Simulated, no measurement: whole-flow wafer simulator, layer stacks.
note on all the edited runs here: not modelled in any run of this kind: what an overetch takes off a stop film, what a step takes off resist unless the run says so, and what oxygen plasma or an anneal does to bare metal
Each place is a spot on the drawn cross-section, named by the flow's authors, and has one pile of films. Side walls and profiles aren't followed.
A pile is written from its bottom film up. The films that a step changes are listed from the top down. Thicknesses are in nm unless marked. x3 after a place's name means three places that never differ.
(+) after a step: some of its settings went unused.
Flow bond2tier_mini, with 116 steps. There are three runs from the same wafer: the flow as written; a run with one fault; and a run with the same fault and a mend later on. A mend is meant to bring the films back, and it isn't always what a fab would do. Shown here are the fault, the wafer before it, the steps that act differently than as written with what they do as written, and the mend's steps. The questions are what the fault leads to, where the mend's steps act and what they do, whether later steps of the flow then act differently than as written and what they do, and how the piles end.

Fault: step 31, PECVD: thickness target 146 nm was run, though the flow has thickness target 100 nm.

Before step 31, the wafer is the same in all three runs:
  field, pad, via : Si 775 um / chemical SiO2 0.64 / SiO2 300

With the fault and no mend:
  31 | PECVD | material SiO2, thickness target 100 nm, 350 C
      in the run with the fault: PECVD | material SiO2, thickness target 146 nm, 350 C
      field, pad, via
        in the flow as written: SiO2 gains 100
        in the run with the fault: SiO2 gains 146
  Every later step of the flow that is run acts as written at every place that is followed.
  By the end, the piles at field, pad depart from the flow's by more than 2% or 0.5 nm, whichever is larger.
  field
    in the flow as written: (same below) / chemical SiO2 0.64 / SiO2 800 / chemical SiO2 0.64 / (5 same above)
    in the run with the fault: (same below) / chemical SiO2 0.64 / SiO2 846 / chemical SiO2 0.64 / (5 same above)
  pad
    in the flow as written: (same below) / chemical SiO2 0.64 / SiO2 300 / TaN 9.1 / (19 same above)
    in the run with the fault: (same below) / chemical SiO2 0.64 / SiO2 346 / TaN 9.1 / (19 same above)

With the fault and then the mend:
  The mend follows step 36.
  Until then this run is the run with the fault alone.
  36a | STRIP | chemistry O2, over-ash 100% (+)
      field
        KrF resist loses 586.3 (all of it)
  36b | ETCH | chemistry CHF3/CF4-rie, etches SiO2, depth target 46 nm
      field, pad, via
        SiO2 loses 46
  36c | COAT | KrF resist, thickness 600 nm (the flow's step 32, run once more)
      field, pad, via
        KrF resist gains 600 (new film)
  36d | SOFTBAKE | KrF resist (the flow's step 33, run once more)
      leaves every film unchanged at each place that is followed
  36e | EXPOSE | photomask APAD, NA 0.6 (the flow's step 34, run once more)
      leaves every film unchanged at each place that is followed
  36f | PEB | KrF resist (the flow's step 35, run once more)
      leaves every film unchanged at each place that is followed
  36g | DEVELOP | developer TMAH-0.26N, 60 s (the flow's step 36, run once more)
      pad, via
        KrF resist loses 600 (all of it)
      field
        KrF resist loses 13.7
  Every later step of the flow that is run acts as written at every place that is followed.
  By the end, the piles equal the flow's at every place that both follow.
